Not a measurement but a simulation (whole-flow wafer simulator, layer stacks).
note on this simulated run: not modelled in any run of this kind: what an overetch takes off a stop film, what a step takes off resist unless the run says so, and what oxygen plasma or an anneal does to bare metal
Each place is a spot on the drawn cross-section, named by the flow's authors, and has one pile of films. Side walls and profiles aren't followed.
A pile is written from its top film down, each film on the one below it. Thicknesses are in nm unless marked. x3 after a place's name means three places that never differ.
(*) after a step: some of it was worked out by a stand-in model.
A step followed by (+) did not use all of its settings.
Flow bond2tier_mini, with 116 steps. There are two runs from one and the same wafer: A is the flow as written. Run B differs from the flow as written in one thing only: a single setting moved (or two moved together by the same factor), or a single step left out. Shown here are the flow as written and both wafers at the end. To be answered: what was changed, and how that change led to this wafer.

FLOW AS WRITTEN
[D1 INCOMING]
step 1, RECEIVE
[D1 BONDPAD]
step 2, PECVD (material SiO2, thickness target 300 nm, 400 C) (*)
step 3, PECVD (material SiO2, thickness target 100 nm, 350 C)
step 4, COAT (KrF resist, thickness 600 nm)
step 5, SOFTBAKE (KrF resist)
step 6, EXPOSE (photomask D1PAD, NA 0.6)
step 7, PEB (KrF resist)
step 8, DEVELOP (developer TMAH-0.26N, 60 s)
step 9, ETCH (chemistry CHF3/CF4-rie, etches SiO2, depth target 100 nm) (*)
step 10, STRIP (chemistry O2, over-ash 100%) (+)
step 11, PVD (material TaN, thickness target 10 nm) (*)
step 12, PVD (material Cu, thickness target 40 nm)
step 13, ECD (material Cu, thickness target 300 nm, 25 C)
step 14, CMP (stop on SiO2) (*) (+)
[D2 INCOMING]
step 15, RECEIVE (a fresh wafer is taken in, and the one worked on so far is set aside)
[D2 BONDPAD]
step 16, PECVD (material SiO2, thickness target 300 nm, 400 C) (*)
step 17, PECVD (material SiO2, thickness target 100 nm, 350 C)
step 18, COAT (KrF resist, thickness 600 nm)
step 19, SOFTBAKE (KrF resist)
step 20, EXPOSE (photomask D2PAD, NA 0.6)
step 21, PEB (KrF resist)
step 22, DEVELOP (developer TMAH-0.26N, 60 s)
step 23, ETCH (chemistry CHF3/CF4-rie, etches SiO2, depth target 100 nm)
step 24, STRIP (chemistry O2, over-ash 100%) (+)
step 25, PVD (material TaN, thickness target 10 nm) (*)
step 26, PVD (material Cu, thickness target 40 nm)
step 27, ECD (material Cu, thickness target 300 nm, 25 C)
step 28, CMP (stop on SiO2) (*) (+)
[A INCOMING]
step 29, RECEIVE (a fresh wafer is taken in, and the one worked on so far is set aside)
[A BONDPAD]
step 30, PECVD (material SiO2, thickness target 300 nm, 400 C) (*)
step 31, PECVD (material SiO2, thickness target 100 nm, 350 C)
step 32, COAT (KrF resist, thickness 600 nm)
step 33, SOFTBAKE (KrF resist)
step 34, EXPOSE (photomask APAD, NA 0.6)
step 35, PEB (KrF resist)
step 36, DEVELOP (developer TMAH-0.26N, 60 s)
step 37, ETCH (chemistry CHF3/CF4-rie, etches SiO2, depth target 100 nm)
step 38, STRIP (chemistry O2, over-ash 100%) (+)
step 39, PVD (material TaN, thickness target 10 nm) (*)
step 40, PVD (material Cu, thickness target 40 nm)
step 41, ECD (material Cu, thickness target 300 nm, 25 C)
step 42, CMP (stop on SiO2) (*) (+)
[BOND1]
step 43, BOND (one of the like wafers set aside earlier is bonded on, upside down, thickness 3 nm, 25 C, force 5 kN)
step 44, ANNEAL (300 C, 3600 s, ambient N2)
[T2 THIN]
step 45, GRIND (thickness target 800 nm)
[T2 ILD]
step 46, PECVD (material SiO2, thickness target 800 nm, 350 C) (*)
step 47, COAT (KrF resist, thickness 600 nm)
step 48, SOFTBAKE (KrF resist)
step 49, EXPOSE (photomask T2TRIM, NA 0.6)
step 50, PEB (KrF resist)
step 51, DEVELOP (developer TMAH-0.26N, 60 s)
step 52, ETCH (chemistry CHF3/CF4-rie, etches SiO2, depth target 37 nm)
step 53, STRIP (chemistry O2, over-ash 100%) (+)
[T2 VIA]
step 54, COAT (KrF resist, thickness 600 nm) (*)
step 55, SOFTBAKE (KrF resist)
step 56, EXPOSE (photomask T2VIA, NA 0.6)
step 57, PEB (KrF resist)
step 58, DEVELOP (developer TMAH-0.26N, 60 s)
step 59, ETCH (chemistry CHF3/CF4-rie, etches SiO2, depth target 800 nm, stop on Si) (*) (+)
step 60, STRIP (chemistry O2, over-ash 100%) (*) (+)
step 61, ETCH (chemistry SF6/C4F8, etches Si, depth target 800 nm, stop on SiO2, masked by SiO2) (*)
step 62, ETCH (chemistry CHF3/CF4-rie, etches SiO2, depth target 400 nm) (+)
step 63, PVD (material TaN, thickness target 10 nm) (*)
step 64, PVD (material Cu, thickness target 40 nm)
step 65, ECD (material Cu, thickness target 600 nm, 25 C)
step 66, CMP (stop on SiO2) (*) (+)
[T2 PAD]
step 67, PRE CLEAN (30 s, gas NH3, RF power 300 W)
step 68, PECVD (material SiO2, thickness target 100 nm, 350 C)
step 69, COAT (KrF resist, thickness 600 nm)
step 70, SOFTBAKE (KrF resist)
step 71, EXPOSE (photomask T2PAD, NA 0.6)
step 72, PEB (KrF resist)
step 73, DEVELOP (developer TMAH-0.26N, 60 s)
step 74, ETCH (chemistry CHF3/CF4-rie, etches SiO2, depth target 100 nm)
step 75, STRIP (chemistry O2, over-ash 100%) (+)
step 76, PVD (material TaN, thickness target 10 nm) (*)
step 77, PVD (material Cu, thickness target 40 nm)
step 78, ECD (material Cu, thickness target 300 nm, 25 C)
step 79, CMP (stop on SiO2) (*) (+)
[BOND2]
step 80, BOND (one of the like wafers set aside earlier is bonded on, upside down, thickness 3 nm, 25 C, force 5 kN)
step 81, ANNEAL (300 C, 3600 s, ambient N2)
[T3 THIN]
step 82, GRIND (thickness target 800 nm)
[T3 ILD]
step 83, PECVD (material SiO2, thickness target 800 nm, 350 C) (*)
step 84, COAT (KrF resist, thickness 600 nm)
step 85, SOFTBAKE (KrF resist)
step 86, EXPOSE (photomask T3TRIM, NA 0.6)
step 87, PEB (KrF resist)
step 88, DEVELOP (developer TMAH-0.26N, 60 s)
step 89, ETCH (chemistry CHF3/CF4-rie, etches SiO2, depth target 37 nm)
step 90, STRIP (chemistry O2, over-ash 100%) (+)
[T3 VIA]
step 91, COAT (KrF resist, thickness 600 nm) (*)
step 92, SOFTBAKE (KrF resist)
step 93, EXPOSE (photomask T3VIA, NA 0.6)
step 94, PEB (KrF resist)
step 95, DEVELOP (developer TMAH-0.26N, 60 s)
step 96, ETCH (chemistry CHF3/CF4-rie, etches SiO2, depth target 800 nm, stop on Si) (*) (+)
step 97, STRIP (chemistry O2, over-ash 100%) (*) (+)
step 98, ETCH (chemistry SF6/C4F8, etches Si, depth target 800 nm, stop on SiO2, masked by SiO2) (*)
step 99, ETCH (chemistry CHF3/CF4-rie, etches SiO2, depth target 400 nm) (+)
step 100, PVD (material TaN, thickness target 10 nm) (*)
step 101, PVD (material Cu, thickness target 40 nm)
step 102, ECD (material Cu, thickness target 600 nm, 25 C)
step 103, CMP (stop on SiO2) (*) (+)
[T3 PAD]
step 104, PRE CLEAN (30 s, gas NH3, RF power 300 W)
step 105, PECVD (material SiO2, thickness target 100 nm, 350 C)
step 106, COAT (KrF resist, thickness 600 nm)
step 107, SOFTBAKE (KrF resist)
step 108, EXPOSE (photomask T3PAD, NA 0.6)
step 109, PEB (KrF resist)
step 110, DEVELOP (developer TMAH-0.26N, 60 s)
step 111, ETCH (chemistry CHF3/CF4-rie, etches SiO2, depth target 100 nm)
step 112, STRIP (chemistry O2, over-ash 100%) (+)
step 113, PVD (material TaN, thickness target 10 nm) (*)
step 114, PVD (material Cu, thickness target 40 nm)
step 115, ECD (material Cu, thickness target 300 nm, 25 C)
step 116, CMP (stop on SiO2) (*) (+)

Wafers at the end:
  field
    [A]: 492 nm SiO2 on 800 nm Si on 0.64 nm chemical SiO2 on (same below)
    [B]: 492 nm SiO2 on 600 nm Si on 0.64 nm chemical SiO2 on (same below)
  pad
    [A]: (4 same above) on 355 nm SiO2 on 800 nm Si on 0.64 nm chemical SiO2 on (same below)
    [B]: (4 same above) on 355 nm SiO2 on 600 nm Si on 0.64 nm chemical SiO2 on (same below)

Cause: step 82, GRIND: thickness target 600 nm was run, whereas the flow has thickness target 800 nm.
The wafer itself shows it: field has Si 600, and step 82 as written asks for 800 nm.

The path from the change to this, step by step:
  step 82, GRIND (thickness target 800 nm)
      field, pad: A Si loses 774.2 um | B Si loses 774.4 um
